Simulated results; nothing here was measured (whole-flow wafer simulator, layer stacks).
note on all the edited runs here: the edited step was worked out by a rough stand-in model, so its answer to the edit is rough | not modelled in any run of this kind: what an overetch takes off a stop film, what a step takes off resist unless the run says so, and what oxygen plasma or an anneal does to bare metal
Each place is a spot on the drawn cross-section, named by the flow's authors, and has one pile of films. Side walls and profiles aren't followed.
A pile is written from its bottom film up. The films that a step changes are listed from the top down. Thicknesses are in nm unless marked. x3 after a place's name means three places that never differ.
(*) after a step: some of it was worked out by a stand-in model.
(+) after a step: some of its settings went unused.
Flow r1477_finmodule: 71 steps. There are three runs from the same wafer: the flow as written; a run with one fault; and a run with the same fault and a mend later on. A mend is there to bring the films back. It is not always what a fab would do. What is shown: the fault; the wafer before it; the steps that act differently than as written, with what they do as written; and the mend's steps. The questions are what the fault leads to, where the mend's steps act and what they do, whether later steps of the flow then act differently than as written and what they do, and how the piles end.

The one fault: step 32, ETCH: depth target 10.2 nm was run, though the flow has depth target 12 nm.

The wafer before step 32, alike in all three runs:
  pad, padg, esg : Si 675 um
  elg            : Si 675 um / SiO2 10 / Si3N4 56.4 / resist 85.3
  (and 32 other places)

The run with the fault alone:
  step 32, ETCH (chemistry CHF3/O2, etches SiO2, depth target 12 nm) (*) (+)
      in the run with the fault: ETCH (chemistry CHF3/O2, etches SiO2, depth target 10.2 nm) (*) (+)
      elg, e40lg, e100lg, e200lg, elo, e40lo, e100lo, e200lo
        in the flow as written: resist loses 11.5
        in the run with the fault: resist loses 9.78
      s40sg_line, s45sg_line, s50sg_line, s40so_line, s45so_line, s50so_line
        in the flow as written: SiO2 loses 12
        in the run with the fault: SiO2 loses 10.2
  Later steps of the flow acting differently than as written (not shown: 4 more steps that differ only slightly, by at most 2% or 0.5 nm, whichever is larger):
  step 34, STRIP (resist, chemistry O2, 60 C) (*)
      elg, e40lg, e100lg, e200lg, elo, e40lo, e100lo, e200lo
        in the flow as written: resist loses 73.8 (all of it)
        in the run with the fault: resist loses 75.5 (all of it)
  The piles end only slightly different from the flow's at the places that both follow, by no more than 2% or 0.5 nm, whichever is larger.

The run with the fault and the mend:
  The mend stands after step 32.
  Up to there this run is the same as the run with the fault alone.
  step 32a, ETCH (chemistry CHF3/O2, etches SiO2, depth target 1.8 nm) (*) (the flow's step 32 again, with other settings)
      pad, padg, e40sg and 11 more
        Si loses 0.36
      elg, e40lg, e100lg, e200lg, elo, e40lo, e100lo, e200lo
        resist loses 1.72
      s40sg_line, s45sg_line, s50sg_line, s40so_line, s45so_line, s50so_line
        SiO2 loses 1.8
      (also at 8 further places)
  None of the later steps of the flow differs from how it acts as written, at any place that is followed, by more than 2% or 0.5 nm, whichever is larger.
  The piles end only slightly different from the flow's at the places that both follow, by no more than 2% or 0.5 nm, whichever is larger.
